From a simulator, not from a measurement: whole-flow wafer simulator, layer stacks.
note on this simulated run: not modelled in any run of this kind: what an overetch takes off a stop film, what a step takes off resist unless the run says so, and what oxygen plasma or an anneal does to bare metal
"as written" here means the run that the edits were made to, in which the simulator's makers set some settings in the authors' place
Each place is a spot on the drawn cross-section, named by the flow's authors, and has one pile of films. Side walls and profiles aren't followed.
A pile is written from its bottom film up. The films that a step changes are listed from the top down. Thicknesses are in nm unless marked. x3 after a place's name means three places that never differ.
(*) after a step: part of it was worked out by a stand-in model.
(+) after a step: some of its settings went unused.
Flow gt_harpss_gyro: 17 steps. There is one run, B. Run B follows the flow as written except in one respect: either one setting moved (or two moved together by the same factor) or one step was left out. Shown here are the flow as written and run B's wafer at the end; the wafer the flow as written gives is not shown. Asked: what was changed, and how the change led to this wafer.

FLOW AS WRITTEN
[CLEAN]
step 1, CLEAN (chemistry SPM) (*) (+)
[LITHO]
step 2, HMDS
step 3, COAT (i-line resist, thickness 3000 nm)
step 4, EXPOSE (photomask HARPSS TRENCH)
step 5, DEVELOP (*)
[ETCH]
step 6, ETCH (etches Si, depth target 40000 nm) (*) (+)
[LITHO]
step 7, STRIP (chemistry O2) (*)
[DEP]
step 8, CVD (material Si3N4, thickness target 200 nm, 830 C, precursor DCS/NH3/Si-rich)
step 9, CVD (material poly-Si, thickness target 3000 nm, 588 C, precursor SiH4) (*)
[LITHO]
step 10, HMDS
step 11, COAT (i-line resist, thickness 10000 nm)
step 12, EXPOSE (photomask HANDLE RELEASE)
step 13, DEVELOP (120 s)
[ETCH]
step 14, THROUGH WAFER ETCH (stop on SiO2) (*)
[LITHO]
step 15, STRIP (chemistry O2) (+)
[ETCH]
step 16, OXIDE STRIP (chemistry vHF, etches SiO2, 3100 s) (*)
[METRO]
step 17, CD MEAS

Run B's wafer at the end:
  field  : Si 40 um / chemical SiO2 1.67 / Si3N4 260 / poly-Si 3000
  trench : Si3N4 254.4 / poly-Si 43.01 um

Cause: step 8, CVD: thickness target 260 nm was run, whereas the flow has thickness target 200 nm.
The wafer itself shows it: field has Si3N4 260, and step 8 as written asks for 200 nm.

Step by step, how the change led to this:
  step 8, CVD (material Si3N4, thickness target 200 nm, 830 C, precursor DCS/NH3/Si-rich)
      field: +260 Si3N4 (new film) (as written it would have been: +200 Si3N4 (new film))
      trench: +254.4 Si3N4 (new film) (as written it would have been: +195.9 Si3N4 (new film))
